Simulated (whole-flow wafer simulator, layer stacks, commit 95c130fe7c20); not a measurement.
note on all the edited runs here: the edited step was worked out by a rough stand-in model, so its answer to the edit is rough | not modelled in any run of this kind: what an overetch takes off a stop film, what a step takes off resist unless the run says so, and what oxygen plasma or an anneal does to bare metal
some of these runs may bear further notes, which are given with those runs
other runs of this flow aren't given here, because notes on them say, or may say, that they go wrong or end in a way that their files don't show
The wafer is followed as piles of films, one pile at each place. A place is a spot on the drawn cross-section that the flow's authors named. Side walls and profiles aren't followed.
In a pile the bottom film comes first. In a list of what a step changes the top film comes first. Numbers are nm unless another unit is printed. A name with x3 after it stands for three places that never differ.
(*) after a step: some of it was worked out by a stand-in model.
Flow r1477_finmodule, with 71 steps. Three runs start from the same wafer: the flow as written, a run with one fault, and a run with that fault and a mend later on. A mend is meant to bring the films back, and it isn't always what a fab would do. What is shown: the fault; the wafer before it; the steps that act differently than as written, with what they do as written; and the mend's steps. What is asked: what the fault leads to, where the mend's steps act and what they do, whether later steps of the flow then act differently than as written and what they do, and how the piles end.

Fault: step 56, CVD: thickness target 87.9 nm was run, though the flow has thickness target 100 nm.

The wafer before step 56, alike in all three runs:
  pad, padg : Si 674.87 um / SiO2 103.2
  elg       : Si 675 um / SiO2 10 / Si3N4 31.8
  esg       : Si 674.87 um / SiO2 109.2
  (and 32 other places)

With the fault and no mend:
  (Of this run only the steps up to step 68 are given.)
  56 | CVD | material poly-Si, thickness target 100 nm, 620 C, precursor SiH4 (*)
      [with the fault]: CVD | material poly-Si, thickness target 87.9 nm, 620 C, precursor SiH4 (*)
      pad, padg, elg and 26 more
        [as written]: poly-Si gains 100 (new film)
        [with the fault]: poly-Si gains 87.9 (new film)
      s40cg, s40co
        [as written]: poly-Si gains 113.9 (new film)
        [with the fault]: poly-Si gains 101.5 (new film)
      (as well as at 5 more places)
  None of the later steps of the flow up to step 68 differs from how it acts as written, at any place that is followed, by more than 2% or 0.5 nm, whichever is larger.
  After step 68, at pad, padg, elg and 33 more, the piles differ from the flow's by more than 2% or 0.5 nm, whichever is larger.
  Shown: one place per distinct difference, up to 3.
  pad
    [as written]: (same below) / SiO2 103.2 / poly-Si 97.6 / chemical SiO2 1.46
    [with the fault]: (same below) / SiO2 103.2 / poly-Si 85.5 / chemical SiO2 1.46
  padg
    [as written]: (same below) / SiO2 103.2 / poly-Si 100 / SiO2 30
    [with the fault]: (same below) / SiO2 103.2 / poly-Si 87.9 / SiO2 30
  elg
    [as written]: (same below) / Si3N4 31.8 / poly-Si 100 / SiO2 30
    [with the fault]: (same below) / Si3N4 31.8 / poly-Si 87.9 / SiO2 30

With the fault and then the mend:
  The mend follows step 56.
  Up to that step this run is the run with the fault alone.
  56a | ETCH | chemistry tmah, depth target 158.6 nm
      pad, padg, elg and 26 more
        poly-Si loses 87.9 (all of it)
      s40cg, s40co
        poly-Si loses 101.5 (all of it)
      s45cg, s45co
        poly-Si loses 100.9 (all of it)
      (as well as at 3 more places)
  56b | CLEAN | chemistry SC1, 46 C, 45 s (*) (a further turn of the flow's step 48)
      s40sg_line, s45sg_line, s50sg_line, s40so_line, s45so_line, s50so_line
        SiO2 loses 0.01
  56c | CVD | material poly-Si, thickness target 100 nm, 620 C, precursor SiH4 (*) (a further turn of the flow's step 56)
      pad, padg, elg and 26 more
        poly-Si gains 100 (new film)
      s40cg, s40co
        poly-Si gains 113.9 (new film)
      s45cg, s45co
        poly-Si gains 113.4 (new film)
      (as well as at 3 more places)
  None of the later steps of the flow differs from how it acts as written, at any place that is followed, by more than 2% or 0.5 nm, whichever is larger.
  When the end is reached, the piles differ only a little from the flow's at the places that both follow, at most by 2% or 0.5 nm, whichever is larger.
